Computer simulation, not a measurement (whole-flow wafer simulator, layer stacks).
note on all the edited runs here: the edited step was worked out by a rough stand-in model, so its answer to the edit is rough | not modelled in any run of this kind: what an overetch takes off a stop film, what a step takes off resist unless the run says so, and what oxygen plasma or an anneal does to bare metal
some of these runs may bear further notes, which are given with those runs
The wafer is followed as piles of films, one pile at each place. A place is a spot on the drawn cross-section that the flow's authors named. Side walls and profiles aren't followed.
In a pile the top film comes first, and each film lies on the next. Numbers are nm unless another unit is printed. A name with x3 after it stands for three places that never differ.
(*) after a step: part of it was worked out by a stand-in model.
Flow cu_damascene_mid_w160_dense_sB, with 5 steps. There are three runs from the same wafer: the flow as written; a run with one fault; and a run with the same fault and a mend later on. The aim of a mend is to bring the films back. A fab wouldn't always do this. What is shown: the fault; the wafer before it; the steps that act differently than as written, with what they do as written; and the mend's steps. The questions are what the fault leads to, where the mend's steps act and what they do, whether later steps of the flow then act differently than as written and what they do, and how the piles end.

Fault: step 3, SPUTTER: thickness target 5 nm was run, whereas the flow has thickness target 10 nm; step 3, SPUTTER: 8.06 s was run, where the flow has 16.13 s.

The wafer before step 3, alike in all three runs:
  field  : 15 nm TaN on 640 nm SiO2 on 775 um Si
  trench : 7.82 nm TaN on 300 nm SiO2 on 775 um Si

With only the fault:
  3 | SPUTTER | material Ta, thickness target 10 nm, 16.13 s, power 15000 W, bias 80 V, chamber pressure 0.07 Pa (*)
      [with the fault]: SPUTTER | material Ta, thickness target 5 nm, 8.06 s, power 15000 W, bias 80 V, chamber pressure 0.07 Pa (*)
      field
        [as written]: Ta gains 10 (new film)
        [with the fault]: Ta gains 5 (new film)
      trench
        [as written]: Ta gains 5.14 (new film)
        [with the fault]: Ta gains 2.57 (new film)
  Every later step of the flow that is run acts as written, at every place that is followed, to within 2% or 0.5 nm, whichever is larger.
  By the end, the piles at field, trench depart from the flow's by more than 2% or 0.5 nm, whichever is larger.
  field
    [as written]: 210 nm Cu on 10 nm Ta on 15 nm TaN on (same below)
    [with the fault]: 210 nm Cu on 5 nm Ta on 15 nm TaN on (same below)
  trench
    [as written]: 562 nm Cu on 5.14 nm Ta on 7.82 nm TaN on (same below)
    [with the fault]: 559.6 nm Cu on 2.57 nm Ta on 7.82 nm TaN on (same below)

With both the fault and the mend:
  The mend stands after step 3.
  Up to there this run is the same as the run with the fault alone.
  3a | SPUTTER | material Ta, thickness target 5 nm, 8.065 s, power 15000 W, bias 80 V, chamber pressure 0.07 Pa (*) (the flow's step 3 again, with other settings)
      field
        Ta gains 5
      trench
        Ta gains 2.54
  Every later step of the flow that is run acts as written, at every place that is followed, to within 2% or 0.5 nm, whichever is larger.
  The piles end only slightly different from the flow's at the places that both follow, by no more than 2% or 0.5 nm, whichever is larger.
